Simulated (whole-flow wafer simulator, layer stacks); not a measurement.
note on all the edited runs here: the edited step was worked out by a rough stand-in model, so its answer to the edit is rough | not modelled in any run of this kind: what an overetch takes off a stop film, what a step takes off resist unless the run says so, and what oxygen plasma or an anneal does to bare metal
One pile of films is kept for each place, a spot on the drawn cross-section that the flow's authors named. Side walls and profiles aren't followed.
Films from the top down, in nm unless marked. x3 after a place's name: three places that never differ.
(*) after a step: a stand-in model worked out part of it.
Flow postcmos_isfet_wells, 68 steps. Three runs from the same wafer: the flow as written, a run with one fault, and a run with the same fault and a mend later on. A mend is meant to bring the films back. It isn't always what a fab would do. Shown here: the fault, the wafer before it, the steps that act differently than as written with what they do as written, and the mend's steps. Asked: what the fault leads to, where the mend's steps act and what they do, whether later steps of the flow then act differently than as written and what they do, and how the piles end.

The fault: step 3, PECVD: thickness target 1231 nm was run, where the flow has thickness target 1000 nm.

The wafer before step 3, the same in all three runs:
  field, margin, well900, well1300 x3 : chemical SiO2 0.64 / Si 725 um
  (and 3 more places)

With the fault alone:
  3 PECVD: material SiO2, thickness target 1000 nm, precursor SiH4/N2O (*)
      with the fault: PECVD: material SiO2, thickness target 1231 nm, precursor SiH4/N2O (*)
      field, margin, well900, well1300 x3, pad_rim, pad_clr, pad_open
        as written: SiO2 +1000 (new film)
        with the fault: SiO2 +1231 (new film)
  No later step of the flow acts differently than as written at any place that is followed.
  At the end the piles differ from the flow's by more than 2% or 0.5 nm, whichever is larger, at field, margin, well900, well1300 x3, pad_rim, pad_clr, pad_open.
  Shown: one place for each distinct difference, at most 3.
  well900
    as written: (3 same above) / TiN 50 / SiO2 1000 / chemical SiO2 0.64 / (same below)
    with the fault: (3 same above) / TiN 50 / SiO2 1231 / chemical SiO2 0.64 / (same below)
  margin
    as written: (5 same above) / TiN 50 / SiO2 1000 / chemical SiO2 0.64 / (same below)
    with the fault: (5 same above) / TiN 50 / SiO2 1231 / chemical SiO2 0.64 / (same below)
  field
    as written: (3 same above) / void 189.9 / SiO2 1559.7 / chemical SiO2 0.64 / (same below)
    with the fault: (3 same above) / void 189.9 / SiO2 1790.7 / chemical SiO2 0.64 / (same below)

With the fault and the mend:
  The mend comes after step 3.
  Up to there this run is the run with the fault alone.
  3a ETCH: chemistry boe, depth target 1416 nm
      field, margin, well900, well1300 x3, pad_rim, pad_clr, pad_open
        SiO2 -1231 (all of it), chemical SiO2 -0.64 (all of it)
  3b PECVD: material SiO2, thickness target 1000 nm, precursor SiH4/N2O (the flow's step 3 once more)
      field, margin, well900, well1300 x3, pad_rim, pad_clr, pad_open
        SiO2 +1000 (new film)
  No later step of the flow acts differently than as written at any place that is followed.
  At the end the piles differ from the flow's by more than 2% or 0.5 nm, whichever is larger, at field, margin, well900, well1300 x3, pad_rim, pad_clr, pad_open.
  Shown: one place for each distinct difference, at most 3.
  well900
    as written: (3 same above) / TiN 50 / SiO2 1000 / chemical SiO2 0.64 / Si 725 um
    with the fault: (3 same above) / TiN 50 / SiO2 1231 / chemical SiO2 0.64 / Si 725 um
    with the mend: (3 same above) / TiN 50 / SiO2 1000 / Si 725 um
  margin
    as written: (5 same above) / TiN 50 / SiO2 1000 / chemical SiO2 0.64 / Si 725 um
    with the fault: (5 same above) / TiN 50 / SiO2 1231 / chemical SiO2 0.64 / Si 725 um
    with the mend: (5 same above) / TiN 50 / SiO2 1000 / Si 725 um
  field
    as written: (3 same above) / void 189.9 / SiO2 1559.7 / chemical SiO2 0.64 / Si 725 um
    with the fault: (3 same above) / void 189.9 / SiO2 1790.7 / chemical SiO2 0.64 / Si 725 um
    with the mend: (3 same above) / void 189.9 / SiO2 1559.7 / Si 725 um
